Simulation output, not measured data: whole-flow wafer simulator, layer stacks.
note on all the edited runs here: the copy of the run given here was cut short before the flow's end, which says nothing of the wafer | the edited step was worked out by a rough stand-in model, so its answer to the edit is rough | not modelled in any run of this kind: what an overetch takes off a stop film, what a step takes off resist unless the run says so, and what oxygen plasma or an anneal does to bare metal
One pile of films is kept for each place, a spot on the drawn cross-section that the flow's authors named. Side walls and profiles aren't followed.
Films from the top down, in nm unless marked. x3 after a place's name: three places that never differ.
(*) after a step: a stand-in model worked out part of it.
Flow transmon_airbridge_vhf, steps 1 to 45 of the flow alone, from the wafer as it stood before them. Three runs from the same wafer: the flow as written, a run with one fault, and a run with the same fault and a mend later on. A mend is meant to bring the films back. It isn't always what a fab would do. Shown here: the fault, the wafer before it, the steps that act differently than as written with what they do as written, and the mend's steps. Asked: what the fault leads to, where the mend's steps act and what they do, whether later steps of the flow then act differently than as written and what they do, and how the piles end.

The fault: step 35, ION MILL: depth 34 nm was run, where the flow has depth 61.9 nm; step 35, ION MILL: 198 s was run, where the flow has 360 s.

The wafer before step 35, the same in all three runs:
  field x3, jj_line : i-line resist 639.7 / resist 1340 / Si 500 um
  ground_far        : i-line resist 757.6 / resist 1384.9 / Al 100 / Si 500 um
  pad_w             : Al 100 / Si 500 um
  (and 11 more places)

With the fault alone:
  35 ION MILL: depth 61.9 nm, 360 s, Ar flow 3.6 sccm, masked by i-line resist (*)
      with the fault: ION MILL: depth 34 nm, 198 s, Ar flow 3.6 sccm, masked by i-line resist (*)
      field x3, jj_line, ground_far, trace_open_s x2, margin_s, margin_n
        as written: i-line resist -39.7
        with the fault: i-line resist -21.9
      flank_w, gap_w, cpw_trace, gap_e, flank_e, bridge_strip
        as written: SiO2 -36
        with the fault: SiO2 -19.8
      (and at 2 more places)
  Later steps of the flow that act differently than as written (3 more steps differ only slightly, by at most 2% or 0.5 nm, whichever is larger, and aren't shown):
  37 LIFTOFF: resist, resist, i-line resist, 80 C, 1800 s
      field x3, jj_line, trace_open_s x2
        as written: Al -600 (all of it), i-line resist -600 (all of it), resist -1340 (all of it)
        with the fault: Al -600 (all of it), i-line resist -617.9 (all of it), resist -1340 (all of it)
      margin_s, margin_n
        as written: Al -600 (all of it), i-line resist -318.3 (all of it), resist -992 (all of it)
        with the fault: Al -600 (all of it), i-line resist -336.2 (all of it), resist -992 (all of it)
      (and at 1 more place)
  At the end the piles differ from the flow's by more than 2% or 0.5 nm, whichever is larger, at pad_w, pad_e.
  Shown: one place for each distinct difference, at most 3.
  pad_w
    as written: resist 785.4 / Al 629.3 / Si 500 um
    with the fault: resist 780.9 / Al 657.3 / Si 500 um

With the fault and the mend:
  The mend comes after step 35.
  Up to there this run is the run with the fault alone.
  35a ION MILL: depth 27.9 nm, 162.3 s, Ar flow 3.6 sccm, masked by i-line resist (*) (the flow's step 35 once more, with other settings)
      field x3, jj_line, ground_far, trace_open_s x2, margin_s, margin_n
        i-line resist -17.9
      flank_w, gap_w, cpw_trace, gap_e, flank_e, bridge_strip
        SiO2 -16.2
      pad_w, pad_e
        Al -27.9
  No later step of the flow acts differently than as written, at any place that is followed, by more than 2% or 0.5 nm, whichever is larger.
  At the end the piles are the same as the flow's at every place that both follow.
